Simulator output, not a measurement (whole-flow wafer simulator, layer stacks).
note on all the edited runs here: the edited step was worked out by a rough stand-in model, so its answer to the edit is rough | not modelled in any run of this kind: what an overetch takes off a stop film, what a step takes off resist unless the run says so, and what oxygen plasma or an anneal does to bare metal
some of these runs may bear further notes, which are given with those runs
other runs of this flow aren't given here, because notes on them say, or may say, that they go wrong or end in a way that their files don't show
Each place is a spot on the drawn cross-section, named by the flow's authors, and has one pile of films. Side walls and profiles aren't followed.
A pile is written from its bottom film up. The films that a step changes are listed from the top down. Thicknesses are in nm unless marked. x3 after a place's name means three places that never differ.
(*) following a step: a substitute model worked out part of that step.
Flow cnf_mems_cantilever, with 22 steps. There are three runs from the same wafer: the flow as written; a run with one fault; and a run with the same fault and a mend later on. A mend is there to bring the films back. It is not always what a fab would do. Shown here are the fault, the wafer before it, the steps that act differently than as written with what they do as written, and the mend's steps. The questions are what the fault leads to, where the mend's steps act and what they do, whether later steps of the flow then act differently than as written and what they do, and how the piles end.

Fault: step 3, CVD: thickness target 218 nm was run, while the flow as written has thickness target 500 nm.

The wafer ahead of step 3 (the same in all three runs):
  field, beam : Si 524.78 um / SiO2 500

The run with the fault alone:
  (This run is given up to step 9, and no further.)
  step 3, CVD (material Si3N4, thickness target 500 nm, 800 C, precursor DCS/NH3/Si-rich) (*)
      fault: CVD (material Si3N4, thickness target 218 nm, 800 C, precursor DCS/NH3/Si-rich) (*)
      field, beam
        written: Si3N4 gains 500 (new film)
        fault: Si3N4 gains 218 (new film)
  None of the later steps of the flow up to step 9 acts differently than as written at any place that is followed.
  After step 9, at field, beam, the piles differ from the flow's by more than 2% or 0.5 nm, whichever is larger.
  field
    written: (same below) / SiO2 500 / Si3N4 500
    fault: (same below) / SiO2 500 / Si3N4 218
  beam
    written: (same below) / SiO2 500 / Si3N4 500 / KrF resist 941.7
    fault: (same below) / SiO2 500 / Si3N4 218 / KrF resist 941.7

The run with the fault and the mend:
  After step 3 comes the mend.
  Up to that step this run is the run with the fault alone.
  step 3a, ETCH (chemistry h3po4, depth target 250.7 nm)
      field, beam
        Si3N4 loses 218 (all of it)
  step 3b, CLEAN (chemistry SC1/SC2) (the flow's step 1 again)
      does not change any film at any place that is followed
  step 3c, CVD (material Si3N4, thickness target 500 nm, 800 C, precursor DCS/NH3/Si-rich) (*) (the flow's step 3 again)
      field, beam
        Si3N4 gains 500 (new film)
  None of the later steps of the flow acts differently than as written at any place that is followed.
  The piles end the same as the flow's at every place that both follow.
